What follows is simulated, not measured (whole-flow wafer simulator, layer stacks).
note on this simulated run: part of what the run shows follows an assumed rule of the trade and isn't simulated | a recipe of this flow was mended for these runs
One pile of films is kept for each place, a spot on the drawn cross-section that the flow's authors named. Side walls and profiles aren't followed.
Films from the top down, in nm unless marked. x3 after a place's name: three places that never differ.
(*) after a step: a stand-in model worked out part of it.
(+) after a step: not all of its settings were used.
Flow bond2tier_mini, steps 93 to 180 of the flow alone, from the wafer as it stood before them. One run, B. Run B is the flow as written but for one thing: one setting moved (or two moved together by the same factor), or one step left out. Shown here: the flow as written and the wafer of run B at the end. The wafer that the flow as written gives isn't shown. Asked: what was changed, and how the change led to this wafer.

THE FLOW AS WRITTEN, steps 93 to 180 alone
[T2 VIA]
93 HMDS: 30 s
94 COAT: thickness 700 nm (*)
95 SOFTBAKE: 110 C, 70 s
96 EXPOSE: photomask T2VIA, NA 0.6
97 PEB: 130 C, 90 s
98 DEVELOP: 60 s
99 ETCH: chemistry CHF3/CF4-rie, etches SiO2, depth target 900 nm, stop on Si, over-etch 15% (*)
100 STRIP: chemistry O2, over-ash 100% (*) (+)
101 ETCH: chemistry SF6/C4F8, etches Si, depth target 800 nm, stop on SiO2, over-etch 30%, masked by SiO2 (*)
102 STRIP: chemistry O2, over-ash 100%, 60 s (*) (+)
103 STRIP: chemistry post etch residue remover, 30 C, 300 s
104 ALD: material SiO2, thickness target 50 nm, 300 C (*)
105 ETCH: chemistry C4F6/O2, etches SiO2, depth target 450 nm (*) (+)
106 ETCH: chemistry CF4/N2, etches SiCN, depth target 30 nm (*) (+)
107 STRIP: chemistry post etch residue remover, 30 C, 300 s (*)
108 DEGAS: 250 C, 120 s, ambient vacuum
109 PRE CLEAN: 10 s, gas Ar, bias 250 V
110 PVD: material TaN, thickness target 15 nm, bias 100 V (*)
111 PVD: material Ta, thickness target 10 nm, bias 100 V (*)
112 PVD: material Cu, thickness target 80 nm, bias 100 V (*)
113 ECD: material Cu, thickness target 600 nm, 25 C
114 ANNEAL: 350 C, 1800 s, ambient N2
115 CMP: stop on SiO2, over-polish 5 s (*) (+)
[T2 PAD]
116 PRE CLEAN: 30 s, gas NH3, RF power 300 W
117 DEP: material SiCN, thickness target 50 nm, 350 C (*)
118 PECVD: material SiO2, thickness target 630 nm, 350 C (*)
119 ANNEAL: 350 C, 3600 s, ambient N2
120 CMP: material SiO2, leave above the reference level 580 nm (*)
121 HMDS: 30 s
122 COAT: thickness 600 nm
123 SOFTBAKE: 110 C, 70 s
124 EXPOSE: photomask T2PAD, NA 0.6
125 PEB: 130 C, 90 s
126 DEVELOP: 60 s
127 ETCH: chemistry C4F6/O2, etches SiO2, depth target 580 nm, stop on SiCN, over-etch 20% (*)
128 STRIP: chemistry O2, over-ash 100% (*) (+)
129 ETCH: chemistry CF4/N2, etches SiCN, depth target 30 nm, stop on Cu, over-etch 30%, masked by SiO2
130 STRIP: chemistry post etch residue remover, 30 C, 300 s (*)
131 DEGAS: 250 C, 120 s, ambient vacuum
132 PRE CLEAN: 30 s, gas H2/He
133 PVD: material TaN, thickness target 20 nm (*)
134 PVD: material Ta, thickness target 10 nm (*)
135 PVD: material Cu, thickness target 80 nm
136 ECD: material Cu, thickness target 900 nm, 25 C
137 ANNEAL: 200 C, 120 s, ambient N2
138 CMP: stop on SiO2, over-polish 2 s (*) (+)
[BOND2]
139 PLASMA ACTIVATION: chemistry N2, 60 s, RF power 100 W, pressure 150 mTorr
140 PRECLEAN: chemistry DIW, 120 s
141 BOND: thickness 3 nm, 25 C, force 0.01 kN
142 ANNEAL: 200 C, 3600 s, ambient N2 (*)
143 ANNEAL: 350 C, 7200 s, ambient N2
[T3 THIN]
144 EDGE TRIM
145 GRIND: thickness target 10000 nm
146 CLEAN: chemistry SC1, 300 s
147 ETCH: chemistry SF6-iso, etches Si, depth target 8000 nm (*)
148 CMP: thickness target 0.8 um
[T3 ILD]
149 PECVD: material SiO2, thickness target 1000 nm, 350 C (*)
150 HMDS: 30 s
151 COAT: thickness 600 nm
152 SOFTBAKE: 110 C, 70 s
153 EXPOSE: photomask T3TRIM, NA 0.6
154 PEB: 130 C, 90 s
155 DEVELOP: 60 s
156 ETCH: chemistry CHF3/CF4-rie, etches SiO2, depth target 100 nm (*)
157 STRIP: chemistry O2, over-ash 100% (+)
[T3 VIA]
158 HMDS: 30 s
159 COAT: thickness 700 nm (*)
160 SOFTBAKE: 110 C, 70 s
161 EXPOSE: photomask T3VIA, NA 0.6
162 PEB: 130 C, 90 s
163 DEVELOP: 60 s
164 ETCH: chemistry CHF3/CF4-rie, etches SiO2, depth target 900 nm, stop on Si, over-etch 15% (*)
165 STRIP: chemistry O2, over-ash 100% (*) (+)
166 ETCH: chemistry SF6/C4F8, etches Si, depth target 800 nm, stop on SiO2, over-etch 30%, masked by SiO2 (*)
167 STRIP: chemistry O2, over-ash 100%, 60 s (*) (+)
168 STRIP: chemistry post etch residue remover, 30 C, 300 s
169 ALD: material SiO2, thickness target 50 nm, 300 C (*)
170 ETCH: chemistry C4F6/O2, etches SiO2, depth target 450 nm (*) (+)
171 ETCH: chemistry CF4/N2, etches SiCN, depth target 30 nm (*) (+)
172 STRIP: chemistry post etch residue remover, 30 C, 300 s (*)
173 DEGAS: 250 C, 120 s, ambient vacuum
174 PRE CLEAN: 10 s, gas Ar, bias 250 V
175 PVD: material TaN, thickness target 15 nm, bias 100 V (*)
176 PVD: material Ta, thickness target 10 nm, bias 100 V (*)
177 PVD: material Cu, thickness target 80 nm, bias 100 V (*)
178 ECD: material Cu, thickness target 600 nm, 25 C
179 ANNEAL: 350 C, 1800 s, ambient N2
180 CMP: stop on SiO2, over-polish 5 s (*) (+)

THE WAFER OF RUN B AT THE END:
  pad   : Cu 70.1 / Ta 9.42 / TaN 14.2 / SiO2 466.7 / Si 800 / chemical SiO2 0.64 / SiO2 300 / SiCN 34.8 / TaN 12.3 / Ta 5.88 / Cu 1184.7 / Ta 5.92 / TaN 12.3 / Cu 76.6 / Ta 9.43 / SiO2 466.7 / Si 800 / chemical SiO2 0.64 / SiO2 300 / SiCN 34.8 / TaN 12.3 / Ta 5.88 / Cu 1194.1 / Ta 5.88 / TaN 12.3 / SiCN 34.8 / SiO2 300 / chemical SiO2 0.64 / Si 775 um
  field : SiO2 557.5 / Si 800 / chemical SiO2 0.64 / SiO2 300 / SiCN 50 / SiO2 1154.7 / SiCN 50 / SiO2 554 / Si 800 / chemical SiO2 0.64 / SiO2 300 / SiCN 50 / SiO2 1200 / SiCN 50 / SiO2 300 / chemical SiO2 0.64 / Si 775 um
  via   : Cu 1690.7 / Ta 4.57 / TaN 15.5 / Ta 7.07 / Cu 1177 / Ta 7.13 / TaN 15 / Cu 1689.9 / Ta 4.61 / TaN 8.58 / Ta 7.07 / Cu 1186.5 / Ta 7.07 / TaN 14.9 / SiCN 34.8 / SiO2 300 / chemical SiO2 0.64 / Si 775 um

The cause: step 110, PVD: material TaN, thickness target 15 nm, bias 100 V (*), was left out.

How the change led to this, step by step:
  115 CMP: stop on SiO2, over-polish 5 s (*) (+)
      field: Cu -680 (all of it), Ta -10 (all of it), SiO2 -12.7 (as written it would be: Cu -680 (all of it), Ta -10 (all of it), TaN -15 (all of it), SiO2 -9.22)
  120 CMP: material SiO2, leave above the reference level 580 nm (*)
      field: SiO2 -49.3 (as written it would be: SiO2 -47.1)
